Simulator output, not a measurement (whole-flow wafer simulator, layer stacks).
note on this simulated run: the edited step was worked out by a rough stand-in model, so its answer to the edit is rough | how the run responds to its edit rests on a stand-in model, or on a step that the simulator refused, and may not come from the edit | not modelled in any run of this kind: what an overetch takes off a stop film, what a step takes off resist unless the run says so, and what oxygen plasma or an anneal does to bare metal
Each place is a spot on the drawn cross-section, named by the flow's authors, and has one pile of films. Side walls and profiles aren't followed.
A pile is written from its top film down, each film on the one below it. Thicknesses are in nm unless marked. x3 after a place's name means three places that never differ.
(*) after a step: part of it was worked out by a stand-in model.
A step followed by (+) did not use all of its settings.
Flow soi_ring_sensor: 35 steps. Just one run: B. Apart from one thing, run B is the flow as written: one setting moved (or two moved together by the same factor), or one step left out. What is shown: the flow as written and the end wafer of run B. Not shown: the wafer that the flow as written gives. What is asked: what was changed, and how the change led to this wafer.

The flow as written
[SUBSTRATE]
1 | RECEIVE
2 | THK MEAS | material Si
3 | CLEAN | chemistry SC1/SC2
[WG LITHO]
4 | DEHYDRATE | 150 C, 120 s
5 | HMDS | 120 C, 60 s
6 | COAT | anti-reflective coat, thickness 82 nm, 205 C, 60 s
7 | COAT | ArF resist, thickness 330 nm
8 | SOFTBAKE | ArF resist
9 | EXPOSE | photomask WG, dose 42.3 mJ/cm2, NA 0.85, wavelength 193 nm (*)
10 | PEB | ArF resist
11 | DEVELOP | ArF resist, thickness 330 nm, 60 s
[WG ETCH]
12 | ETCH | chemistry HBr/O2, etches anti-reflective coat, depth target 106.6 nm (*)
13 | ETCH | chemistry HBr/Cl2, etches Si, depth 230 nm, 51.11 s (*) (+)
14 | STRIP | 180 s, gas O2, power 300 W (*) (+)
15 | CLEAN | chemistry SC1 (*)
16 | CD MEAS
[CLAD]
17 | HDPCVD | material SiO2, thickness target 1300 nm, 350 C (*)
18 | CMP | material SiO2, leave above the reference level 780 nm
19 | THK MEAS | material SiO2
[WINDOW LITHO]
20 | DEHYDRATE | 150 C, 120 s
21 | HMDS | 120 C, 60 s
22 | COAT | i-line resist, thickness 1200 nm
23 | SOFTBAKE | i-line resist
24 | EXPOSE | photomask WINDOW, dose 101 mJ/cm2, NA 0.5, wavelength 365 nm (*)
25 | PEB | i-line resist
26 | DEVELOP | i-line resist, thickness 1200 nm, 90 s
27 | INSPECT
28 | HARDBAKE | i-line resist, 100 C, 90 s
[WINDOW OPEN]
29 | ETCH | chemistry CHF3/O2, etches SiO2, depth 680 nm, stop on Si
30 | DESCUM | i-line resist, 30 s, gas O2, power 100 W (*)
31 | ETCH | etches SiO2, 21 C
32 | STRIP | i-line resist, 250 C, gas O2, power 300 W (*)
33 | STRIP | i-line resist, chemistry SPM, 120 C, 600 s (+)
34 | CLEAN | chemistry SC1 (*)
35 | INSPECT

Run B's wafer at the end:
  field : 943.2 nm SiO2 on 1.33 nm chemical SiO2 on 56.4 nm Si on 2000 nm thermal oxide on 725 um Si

Cause: step 13, ETCH: depth 163 nm was run, though the flow has depth 230 nm; step 13, ETCH: 36.29 s was run, where the flow has 51.11 s.

The path from the change to this, step by step:
  13 | ETCH | chemistry HBr/Cl2, etches Si, depth 230 nm, 51.11 s (*) (+)
      gap, window, field, gap_clad: Si loses 163 (it would be, as written: Si loses 220 (all of it), thermal oxide loses 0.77)
      core, core_clad: ArF resist loses 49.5 (it would be, as written: ArF resist loses 69.7)
  14 | STRIP | 180 s, gas O2, power 300 W (*) (+)
      gap, window, field, gap_clad: chemical SiO2 gains 1.33 (new film), Si loses 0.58 (it would be, as written: nothing)
      core, core_clad: ArF resist loses 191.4 (all of it), anti-reflective coat loses 82 (all of it), chemical SiO2 gains 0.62, Si loses 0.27 (it would be, as written: ArF resist loses 171.2 (all of it), anti-reflective coat loses 82 (all of it), chemical SiO2 gains 0.63, Si loses 0.28)
  18 | CMP | material SiO2, leave above the reference level 780 nm
      gap, window, field, gap_clad: SiO2 loses 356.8 (it would be, as written: SiO2 loses 298.2)
